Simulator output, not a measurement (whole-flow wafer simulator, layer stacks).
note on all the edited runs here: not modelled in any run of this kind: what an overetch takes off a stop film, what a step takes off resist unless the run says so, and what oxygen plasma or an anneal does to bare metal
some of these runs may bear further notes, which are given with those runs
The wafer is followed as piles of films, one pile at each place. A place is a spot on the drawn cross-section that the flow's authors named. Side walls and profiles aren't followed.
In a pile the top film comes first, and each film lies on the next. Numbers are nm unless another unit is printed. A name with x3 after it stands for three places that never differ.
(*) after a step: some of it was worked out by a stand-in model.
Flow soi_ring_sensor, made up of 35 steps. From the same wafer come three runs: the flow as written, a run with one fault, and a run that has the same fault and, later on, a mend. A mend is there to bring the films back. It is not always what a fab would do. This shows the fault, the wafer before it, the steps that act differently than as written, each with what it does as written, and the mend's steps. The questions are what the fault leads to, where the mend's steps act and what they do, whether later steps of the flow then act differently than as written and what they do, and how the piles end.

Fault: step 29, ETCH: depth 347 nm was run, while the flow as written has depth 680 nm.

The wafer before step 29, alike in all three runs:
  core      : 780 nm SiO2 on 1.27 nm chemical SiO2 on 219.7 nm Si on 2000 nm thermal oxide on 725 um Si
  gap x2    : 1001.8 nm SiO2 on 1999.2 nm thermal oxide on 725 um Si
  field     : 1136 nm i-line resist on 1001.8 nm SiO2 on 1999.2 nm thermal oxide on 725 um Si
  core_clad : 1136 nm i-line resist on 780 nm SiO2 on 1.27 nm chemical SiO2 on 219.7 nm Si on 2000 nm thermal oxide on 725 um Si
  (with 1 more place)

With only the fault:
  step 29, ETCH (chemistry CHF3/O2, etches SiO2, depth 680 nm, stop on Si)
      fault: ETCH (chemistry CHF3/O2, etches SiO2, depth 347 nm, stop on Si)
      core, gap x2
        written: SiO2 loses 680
        fault: SiO2 loses 347
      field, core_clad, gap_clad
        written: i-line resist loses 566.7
        fault: i-line resist loses 289.2
  Steps further on in the flow that do not act as written:
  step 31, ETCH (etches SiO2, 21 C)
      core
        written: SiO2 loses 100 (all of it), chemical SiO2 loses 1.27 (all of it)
        fault: SiO2 loses 433 (all of it), chemical SiO2 loses 1.27 (all of it)
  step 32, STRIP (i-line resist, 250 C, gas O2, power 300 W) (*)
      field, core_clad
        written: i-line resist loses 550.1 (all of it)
        fault: i-line resist loses 827.6 (all of it)
  The piles end only slightly different from the flow's at the places that both follow, by no more than 2% or 0.5 nm, whichever is larger.

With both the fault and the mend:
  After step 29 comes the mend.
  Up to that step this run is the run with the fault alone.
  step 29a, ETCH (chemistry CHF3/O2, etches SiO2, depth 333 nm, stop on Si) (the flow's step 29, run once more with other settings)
      core, gap x2
        SiO2 loses 333
      field, core_clad, gap_clad
        i-line resist loses 277.5
  None of the later steps of the flow acts differently than as written at any place that is followed.
  At every place that both follow, the piles at the end match the flow's.
